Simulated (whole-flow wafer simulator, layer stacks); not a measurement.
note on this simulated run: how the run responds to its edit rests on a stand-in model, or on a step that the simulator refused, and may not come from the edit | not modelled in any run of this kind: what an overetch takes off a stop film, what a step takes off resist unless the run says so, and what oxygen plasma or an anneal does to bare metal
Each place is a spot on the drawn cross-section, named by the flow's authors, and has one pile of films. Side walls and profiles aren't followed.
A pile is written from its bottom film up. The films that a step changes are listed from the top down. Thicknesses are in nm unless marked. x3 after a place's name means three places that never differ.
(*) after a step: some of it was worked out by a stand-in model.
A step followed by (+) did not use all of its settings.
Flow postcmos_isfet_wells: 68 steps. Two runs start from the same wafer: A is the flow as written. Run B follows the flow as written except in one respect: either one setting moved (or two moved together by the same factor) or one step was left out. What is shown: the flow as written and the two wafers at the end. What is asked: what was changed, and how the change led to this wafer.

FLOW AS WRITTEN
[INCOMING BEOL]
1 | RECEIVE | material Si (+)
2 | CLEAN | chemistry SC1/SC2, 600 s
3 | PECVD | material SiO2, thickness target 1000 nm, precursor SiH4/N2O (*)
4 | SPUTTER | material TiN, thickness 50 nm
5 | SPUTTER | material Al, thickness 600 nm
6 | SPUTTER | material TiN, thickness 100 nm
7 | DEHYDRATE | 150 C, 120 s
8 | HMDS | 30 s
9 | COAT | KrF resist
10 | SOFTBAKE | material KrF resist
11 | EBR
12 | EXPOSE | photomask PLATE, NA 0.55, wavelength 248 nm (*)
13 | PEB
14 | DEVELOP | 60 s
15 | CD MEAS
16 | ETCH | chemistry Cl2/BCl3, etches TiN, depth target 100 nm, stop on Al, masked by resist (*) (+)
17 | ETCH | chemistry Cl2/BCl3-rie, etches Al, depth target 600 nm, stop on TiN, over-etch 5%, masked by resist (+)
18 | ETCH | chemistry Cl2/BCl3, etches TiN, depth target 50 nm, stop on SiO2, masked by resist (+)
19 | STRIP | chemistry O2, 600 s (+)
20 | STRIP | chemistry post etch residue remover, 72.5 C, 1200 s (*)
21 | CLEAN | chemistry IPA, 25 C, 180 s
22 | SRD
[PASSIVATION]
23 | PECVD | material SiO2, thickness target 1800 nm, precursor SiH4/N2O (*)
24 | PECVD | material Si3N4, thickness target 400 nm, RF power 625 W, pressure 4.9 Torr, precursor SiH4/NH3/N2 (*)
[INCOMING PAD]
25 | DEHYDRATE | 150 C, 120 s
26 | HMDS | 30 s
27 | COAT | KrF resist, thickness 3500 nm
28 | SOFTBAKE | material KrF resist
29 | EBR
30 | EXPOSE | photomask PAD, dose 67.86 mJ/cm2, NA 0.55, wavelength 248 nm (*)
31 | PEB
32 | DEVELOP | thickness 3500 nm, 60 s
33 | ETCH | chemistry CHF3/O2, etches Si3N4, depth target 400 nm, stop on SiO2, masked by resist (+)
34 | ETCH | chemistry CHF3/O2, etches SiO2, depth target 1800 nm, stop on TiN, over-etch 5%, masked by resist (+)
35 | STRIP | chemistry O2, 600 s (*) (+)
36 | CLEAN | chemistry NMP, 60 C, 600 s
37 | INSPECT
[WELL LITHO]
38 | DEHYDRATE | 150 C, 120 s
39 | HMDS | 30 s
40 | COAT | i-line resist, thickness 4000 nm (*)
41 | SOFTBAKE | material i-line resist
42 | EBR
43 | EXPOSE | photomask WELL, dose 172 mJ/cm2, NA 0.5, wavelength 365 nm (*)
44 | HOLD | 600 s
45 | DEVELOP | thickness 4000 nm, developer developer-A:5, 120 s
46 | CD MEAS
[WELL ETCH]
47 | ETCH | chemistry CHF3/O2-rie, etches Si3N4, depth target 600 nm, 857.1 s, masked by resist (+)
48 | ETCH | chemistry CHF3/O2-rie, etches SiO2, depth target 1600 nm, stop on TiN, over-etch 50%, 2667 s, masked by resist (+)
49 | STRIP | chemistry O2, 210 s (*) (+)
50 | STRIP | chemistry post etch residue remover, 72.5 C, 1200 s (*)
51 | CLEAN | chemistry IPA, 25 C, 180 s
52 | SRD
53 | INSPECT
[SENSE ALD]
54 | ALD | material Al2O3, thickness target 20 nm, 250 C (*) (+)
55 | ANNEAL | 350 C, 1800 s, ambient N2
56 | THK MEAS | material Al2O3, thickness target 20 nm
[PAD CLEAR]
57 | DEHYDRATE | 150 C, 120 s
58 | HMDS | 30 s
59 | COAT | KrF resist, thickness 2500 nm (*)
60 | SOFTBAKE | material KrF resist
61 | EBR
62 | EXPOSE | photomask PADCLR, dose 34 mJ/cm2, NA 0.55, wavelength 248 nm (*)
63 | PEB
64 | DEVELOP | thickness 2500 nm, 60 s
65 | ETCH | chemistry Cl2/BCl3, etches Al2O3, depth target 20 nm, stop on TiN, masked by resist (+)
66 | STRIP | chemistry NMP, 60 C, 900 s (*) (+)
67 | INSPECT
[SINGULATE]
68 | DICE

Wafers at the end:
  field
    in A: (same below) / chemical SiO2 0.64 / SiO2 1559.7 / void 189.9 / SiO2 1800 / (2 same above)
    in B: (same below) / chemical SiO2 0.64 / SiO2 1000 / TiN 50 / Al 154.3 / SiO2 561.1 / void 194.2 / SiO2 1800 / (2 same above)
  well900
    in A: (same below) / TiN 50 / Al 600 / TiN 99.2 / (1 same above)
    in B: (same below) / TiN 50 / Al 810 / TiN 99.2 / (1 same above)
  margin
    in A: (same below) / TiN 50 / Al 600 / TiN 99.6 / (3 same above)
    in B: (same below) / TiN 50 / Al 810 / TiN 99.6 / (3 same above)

The reason: step 5, SPUTTER: thickness 810 nm was run, though the flow has thickness 600 nm.
The wafer lets one read it off: well900 has Al 810, and step 5 as written asks for 600 nm.

The path from the change to this, step by step:
  5 | SPUTTER | material Al, thickness 600 nm
      field, margin, well900, well1300 x3, pad_rim, pad_clr, pad_open: A Al gains 600 (new film) | B Al gains 810 (new film)
  17 | ETCH | chemistry Cl2/BCl3-rie, etches Al, depth target 600 nm, stop on TiN, over-etch 5%, masked by resist (+)
      field: A Al loses 600 (all of it) | B Al loses 600
  18 | ETCH | chemistry Cl2/BCl3, etches TiN, depth target 50 nm, stop on SiO2, masked by resist (+)
      field: A TiN loses 50 (all of it) | B Al loses 50
  20 | STRIP | chemistry post etch residue remover, 72.5 C, 1200 s (*)
      field: A nothing | B Al loses 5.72
  23 | PECVD | material SiO2, thickness target 1800 nm, precursor SiH4/N2O (*)
      field: A SiO2 gains 1800 (new film), void gains 189.9 (new film), SiO2 gains 559.7 | B SiO2 gains 1800 (new film), void gains 194.2 (new film), SiO2 gains 561.1 (new film)
If metal films that touch count as one body, field has 1 body; the flow as written gives 0 bodies.
